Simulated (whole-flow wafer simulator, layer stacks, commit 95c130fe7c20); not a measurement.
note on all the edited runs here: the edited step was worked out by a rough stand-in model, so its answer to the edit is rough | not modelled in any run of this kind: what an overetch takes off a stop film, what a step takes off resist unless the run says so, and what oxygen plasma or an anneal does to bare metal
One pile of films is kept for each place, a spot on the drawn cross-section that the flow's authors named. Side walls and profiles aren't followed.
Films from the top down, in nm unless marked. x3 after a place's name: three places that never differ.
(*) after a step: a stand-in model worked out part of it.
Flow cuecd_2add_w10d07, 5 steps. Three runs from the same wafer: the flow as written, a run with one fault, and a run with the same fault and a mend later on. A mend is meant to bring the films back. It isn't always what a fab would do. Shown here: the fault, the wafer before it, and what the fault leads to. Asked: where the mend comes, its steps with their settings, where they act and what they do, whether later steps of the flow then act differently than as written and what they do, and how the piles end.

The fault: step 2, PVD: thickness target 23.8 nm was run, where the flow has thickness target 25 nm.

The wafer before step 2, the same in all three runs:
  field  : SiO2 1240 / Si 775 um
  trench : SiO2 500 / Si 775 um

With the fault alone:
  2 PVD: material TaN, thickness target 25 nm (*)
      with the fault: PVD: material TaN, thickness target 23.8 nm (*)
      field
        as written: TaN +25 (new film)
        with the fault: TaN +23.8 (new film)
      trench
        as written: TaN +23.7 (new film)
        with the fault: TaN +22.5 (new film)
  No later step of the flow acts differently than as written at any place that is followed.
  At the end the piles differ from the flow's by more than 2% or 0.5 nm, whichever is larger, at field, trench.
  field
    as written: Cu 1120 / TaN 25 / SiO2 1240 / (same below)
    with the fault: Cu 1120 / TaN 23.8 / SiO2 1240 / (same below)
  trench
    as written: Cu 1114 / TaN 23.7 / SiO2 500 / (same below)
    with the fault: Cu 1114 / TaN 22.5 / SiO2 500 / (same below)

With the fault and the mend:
  The mend comes after step 2.
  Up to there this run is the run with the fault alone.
  2a PVD: material TaN, thickness target 1.2 nm (*) (the flow's step 2 once more, with other settings)
      field
        TaN +1.2
      trench
        TaN +1.14
  No later step of the flow acts differently than as written at any place that is followed.
  At the end the piles are the same as the flow's at every place that both follow.
